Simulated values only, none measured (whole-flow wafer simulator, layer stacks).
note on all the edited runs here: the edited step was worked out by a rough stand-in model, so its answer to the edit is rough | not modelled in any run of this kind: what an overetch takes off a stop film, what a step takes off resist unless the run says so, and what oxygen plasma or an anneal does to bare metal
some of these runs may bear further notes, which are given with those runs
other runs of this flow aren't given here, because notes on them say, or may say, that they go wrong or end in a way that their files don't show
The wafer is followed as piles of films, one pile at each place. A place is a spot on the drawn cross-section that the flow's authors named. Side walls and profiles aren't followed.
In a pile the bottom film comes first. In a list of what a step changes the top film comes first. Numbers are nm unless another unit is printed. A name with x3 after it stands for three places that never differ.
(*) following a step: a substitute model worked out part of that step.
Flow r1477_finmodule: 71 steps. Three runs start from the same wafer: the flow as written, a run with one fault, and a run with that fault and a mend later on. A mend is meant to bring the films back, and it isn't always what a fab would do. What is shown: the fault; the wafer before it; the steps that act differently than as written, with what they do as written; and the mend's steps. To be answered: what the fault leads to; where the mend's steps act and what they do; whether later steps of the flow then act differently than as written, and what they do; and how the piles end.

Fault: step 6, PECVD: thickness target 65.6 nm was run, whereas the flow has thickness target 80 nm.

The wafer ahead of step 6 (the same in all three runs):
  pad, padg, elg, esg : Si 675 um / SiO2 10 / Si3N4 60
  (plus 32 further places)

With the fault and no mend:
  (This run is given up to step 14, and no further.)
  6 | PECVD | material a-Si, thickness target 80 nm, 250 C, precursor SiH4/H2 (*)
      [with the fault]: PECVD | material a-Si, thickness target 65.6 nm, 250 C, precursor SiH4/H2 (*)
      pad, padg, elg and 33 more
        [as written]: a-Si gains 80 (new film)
        [with the fault]: a-Si gains 65.6 (new film)
  Later steps of the flow up to step 14 that are run all act as written at every place that is followed.
  Once step 14 is done, the piles at pad, padg, elg and 33 more depart from the flow's by more than 2% or 0.5 nm, whichever is larger.
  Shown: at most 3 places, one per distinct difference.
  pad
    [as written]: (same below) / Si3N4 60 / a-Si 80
    [with the fault]: (same below) / Si3N4 60 / a-Si 65.6
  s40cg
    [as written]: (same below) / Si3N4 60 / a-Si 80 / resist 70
    [with the fault]: (same below) / Si3N4 60 / a-Si 65.6 / resist 70

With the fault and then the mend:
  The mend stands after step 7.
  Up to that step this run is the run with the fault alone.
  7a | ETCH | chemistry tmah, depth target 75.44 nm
      pad, padg, elg and 33 more
        a-Si loses 65.6 (all of it)
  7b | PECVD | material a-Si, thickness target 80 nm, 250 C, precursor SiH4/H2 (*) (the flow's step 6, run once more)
      pad, padg, elg and 33 more
        a-Si gains 80 (new film)
  Later steps of the flow that are run all act as written at every place that is followed.
  At every place that both follow, the piles at the end match the flow's.
